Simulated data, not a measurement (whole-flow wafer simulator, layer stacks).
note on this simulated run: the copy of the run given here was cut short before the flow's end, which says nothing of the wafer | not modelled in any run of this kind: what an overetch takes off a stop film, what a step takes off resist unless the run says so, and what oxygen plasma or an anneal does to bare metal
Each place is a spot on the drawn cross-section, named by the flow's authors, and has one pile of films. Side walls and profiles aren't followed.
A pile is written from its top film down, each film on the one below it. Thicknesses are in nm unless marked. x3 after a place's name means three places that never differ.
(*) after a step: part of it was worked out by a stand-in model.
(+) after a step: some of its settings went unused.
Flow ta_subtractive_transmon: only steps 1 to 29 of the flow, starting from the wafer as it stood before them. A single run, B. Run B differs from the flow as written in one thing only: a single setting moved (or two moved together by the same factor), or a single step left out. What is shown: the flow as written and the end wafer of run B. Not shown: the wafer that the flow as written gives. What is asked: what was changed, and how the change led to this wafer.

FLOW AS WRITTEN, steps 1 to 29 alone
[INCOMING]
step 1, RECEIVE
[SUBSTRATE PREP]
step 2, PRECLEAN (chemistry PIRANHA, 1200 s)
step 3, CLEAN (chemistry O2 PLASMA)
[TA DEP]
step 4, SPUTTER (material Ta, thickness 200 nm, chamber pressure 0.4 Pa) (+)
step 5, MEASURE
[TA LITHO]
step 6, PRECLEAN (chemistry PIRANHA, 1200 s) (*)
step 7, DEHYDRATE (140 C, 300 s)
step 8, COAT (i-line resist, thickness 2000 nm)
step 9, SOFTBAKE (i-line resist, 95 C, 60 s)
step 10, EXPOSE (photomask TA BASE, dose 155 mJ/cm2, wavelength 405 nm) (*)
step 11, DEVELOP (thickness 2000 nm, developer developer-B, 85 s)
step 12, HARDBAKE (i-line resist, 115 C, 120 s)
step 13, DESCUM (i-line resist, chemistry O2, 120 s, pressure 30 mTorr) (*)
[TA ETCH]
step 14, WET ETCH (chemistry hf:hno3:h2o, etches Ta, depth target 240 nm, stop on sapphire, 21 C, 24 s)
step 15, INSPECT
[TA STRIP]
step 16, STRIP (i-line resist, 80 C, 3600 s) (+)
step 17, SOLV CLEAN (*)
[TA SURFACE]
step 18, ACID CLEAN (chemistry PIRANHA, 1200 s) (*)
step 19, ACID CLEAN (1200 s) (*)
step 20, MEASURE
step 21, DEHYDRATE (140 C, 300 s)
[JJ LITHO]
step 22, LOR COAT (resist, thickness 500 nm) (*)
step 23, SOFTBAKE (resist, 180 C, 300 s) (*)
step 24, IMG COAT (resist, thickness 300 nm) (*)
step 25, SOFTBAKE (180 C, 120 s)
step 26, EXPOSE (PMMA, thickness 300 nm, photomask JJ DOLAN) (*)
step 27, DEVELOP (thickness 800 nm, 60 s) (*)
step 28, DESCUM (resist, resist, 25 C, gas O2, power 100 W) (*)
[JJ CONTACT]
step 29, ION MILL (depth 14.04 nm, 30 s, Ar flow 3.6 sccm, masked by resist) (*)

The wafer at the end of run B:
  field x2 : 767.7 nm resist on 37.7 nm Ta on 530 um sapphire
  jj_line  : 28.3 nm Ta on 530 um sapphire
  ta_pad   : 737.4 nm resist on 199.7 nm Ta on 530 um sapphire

Cause: step 14, WET ETCH: depth target 162 nm was run, while the flow as written has depth target 240 nm; step 14, WET ETCH: 16.2 s was run, where the flow has 24 s.

The path from the change to this, step by step:
  step 14, WET ETCH (chemistry hf:hno3:h2o, etches Ta, depth target 240 nm, stop on sapphire, 21 C, 24 s)
      field x2, jj_line, lead: Ta loses 162 (as written it would have been: Ta loses 200 (all of it))
  step 22, LOR COAT (resist, thickness 500 nm) (*)
      ta_contact: resist gains 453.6 (new film) (as written it would have been: resist gains 443.8 (new film))
  step 29, ION MILL (depth 14.04 nm, 30 s, Ar flow 3.6 sccm, masked by resist) (*)
      jj_line, lead: Ta loses 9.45 (as written it would have been: sapphire loses 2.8)
Taking metal films that touch as one body, field x2 has 1 body; the flow as written gives 0 bodies.
Taking metal films that touch as one body, jj_line has 1 body; the flow as written gives 0 bodies.
